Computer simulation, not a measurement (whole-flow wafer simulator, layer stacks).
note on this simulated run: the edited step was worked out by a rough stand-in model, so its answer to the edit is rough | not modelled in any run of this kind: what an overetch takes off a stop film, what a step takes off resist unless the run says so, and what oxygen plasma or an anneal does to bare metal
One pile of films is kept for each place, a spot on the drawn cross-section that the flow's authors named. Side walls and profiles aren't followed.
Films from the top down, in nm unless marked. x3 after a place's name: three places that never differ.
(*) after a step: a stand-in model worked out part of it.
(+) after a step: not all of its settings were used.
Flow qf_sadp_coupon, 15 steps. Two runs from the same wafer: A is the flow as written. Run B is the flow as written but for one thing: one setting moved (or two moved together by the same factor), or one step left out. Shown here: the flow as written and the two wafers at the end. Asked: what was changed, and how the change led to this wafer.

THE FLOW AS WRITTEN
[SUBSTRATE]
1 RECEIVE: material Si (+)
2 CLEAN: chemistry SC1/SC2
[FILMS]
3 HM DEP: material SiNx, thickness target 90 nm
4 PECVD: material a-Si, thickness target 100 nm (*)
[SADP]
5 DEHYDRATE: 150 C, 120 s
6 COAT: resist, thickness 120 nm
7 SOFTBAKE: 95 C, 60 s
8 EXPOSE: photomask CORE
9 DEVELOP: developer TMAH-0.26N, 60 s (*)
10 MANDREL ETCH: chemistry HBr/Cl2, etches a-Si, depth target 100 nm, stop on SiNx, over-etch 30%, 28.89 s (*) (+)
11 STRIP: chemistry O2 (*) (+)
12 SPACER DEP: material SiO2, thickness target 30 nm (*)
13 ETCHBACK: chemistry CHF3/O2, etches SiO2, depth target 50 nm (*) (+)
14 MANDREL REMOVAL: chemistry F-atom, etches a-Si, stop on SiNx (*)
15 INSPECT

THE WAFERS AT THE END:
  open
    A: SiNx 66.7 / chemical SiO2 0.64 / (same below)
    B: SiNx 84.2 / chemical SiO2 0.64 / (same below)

The cause: step 13, ETCHBACK: depth target 31.6 nm was run, where the flow has depth target 50 nm.

How the change led to this, step by step:
  13 ETCHBACK: chemistry CHF3/O2, etches SiO2, depth target 50 nm (*) (+)
      m: A SiO2 -30 (all of it), chemical SiO2 -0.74 (all of it), a-Si -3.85 | B SiO2 -30 (all of it), chemical SiO2 -0.74 (all of it), a-Si -0.17
      open: A SiO2 -30 (all of it), SiNx -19 | B SiO2 -30 (all of it), SiNx -1.52
  14 MANDREL REMOVAL: chemistry F-atom, etches a-Si, stop on SiNx (*)
      m: A a-Si -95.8 (all of it) | B a-Si -99.5 (all of it)
